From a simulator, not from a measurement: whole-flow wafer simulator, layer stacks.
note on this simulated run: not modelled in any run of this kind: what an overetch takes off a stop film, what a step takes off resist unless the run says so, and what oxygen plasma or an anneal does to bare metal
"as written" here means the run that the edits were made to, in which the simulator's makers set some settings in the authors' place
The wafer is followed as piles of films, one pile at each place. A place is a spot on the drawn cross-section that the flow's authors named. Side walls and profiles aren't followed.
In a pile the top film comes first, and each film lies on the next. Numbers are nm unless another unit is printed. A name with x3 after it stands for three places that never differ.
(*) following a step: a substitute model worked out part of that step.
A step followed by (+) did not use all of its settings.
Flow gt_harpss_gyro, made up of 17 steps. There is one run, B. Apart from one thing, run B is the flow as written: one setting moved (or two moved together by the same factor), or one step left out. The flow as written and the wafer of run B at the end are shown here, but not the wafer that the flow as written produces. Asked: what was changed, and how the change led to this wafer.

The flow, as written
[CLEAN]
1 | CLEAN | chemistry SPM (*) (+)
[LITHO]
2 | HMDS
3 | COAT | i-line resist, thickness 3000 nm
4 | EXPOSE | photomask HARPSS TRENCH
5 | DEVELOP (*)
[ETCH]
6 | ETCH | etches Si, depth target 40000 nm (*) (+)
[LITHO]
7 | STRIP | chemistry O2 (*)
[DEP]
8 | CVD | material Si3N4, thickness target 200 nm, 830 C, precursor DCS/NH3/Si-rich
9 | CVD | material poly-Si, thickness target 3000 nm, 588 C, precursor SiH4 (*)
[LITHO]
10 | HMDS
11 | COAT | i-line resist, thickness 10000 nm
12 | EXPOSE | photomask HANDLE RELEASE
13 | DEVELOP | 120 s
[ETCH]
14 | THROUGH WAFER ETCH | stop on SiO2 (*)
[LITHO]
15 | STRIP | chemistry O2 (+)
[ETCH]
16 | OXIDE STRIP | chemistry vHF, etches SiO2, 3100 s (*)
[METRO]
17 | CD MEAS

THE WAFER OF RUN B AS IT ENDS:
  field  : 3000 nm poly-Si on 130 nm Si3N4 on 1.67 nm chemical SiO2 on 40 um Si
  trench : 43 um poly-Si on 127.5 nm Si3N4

The reason: step 8, CVD: thickness target 130 nm was run, whereas the flow has thickness target 200 nm.
The wafer itself shows it: field has Si3N4 130, and step 8 as written asks for 200 nm.

Step by step, how the change led to this:
  8 | CVD | material Si3N4, thickness target 200 nm, 830 C, precursor DCS/NH3/Si-rich
      field: Si3N4 gains 130 (new film) (in the flow as written it would be: Si3N4 gains 200 (new film))
      trench: Si3N4 gains 127.5 (new film) (in the flow as written it would be: Si3N4 gains 195.9 (new film))
  9 | CVD | material poly-Si, thickness target 3000 nm, 588 C, precursor SiH4 (*)
      trench: poly-Si gains 43 um (new film) (in the flow as written it would be: poly-Si gains 43.01 um (new film))
